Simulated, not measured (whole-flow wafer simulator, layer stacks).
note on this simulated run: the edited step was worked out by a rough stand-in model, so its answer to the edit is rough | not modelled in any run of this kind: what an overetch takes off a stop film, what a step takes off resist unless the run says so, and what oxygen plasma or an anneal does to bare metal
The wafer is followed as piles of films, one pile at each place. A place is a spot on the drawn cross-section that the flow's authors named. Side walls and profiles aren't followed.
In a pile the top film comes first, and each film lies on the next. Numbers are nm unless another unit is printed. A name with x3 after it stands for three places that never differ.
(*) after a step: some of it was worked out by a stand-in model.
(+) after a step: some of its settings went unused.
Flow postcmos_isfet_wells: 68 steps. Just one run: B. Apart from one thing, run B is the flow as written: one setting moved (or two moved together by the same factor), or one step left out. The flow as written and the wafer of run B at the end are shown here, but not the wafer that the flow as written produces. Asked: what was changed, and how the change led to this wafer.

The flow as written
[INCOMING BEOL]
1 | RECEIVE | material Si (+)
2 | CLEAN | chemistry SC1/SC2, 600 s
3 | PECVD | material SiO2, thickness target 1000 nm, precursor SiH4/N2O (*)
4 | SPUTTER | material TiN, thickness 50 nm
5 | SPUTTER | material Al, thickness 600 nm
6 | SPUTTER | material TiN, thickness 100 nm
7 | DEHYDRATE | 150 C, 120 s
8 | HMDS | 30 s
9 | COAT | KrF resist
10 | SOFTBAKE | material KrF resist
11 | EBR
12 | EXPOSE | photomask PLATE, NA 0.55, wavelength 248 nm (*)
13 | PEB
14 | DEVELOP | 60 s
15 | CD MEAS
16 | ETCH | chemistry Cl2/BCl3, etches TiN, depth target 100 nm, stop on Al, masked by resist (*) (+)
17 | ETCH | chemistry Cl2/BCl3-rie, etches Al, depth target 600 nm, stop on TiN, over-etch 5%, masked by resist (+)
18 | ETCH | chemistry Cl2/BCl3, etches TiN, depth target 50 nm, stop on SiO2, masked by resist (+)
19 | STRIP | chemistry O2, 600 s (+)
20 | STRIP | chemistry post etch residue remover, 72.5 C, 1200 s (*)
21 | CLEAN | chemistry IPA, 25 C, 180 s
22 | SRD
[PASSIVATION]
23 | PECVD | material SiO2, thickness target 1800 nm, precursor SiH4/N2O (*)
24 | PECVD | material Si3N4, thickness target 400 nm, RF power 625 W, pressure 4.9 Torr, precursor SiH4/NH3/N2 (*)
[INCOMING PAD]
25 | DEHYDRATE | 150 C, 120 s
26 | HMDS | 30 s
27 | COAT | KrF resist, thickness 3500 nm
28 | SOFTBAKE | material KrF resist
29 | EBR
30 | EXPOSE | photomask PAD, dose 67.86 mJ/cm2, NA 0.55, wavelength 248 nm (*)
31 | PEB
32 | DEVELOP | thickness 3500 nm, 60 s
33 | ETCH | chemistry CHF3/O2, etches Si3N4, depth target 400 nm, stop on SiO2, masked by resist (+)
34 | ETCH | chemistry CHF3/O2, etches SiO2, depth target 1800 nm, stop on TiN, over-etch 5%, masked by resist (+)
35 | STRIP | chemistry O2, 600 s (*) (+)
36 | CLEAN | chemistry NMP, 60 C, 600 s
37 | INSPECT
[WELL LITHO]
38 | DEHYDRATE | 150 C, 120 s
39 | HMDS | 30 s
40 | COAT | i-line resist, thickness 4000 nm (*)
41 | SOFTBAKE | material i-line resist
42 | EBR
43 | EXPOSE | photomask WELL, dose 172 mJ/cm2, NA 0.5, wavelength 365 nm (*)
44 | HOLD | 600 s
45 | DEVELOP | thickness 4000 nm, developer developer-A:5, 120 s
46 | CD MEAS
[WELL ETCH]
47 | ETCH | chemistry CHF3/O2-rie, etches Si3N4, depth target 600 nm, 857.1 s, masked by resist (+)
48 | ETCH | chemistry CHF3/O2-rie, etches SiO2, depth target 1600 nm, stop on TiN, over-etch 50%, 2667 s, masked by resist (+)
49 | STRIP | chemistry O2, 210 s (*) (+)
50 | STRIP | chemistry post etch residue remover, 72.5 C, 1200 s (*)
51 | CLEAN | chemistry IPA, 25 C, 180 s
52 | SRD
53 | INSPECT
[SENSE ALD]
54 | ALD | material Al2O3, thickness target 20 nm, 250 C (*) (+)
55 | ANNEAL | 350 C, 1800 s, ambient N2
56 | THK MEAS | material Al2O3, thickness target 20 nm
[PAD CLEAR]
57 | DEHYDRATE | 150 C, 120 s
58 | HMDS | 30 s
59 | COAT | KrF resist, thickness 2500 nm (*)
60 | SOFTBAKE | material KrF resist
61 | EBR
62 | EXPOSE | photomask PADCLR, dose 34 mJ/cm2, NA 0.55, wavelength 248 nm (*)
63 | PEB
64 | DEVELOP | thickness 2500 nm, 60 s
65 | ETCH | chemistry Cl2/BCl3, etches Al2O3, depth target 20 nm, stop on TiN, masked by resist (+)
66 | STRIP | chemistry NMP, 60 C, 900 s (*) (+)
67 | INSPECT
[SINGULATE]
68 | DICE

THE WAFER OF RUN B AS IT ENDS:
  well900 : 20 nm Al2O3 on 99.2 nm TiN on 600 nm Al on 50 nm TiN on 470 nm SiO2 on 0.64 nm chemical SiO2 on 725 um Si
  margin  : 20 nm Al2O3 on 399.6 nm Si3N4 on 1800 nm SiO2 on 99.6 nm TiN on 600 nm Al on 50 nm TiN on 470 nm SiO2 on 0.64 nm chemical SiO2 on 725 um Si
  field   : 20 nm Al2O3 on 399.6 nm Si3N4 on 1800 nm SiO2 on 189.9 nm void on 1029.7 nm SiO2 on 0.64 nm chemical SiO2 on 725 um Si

Cause: step 3, PECVD: thickness target 470 nm was run, while the flow as written has thickness target 1000 nm.
The wafer lets one read it off: well900 has SiO2 470, and step 3 as written asks for 1000 nm.

The path from the change to this, step by step:
  3 | PECVD | material SiO2, thickness target 1000 nm, precursor SiH4/N2O (*)
      field, margin, well900, well1300 x3, pad_rim, pad_clr, pad_open: +470 SiO2 (new film) (in the flow as written it would be: +1000 SiO2 (new film))
